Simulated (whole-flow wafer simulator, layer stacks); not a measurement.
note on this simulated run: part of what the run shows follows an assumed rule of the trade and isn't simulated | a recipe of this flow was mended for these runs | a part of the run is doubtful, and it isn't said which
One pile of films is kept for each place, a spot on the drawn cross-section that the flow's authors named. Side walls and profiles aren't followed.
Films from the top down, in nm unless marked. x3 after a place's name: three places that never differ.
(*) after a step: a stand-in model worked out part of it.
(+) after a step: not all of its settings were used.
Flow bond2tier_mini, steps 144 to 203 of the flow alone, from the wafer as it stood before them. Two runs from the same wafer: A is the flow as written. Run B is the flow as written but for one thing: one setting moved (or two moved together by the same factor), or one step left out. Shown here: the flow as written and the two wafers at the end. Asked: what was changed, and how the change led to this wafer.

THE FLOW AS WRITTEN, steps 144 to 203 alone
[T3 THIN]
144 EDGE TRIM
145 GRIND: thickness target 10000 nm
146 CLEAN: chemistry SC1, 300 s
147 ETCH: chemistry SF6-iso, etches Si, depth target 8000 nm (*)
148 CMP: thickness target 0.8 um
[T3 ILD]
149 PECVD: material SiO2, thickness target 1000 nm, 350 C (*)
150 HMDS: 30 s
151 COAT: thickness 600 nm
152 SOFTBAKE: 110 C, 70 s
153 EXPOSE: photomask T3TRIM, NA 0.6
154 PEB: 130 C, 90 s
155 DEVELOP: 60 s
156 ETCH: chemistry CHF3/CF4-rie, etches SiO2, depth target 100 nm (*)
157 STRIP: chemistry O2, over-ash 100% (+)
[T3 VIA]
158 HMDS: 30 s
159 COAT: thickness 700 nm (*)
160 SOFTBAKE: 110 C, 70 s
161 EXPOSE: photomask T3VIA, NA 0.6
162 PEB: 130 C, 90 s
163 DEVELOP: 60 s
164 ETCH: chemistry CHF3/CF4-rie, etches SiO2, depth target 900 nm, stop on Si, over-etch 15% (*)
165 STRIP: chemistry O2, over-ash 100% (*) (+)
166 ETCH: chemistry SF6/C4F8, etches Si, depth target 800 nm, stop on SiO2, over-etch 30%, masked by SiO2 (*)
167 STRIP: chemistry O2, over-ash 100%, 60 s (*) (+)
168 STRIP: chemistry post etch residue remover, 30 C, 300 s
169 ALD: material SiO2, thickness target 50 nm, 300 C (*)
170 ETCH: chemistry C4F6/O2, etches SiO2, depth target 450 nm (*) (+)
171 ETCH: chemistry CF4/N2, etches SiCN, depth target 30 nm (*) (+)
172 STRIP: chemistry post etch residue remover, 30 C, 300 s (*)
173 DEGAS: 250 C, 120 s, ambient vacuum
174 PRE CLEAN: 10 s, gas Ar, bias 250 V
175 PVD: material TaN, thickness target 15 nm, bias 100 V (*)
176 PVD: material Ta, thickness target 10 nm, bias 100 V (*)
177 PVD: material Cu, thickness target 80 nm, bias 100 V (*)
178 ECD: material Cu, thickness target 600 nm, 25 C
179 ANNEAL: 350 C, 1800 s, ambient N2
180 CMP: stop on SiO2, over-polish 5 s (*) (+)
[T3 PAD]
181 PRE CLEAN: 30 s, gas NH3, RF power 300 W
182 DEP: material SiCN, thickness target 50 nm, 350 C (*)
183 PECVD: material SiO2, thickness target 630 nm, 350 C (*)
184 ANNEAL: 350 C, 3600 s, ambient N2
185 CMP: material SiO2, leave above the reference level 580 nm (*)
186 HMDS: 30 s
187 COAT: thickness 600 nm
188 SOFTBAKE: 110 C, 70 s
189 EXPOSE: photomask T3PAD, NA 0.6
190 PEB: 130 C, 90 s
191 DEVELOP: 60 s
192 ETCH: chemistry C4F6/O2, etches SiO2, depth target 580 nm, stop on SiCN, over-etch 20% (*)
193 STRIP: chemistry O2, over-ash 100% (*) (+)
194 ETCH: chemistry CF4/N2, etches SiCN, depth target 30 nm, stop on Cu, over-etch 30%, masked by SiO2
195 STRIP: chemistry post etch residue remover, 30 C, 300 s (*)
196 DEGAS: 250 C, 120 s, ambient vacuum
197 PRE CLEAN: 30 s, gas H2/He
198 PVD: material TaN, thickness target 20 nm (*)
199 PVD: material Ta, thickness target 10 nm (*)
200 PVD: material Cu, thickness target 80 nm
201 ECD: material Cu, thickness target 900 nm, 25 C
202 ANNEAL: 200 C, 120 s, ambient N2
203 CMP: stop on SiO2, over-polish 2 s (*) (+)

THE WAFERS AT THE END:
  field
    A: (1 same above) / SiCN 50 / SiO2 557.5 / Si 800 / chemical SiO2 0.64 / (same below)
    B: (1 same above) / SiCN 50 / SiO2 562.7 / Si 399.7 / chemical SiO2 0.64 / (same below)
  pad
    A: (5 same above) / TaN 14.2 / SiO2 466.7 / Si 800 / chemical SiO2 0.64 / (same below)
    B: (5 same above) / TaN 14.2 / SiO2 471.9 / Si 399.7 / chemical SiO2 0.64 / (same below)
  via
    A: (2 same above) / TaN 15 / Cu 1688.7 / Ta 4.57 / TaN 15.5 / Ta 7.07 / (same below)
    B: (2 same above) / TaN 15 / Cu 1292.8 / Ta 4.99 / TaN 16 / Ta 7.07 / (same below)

The cause: step 147, ETCH: depth target 9600 nm was run, where the flow has depth target 8000 nm.

How the change led to this, step by step:
  147 ETCH: chemistry SF6-iso, etches Si, depth target 8000 nm (*)
      field, pad, via: A chemical SiO2 -0.6 (all of it), Si -8000 | B chemical SiO2 -0.6 (all of it), Si -9600
  148 CMP: thickness target 0.8 um
      field, pad, via: A Si -1199.7 | B nothing
  166 ETCH: chemistry SF6/C4F8, etches Si, depth target 800 nm, stop on SiO2, over-etch 30%, masked by SiO2 (*)
      field, pad: A SiO2 -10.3 | B SiO2 -5.05
      via: A Si -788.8 (all of it), chemical SiO2 -0.64 (all of it), SiO2 -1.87 | B Si -388.5 (all of it), chemical SiO2 -0.64 (all of it), SiO2 -5.87
  170 ETCH: chemistry C4F6/O2, etches SiO2, depth target 450 nm (*) (+)
      via: A SiO2 -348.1 (all of it), SiCN -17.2 | B SiO2 -344.1 (all of it), SiCN -17.9
  171 ETCH: chemistry CF4/N2, etches SiCN, depth target 30 nm (*) (+)
      via: A SiCN -17.6 (all of it), TaN -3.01 | B SiCN -17 (all of it), TaN -3.18
  175 PVD: material TaN, thickness target 15 nm, bias 100 V (*)
      via: A TaN +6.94 | B TaN +7.56
  177 PVD: material Cu, thickness target 80 nm, bias 100 V (*)
      via: A Cu +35 (new film) | B Cu +38.5 (new film)
  178 ECD: material Cu, thickness target 600 nm, 25 C
      via: A Cu +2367 | B Cu +1967.5
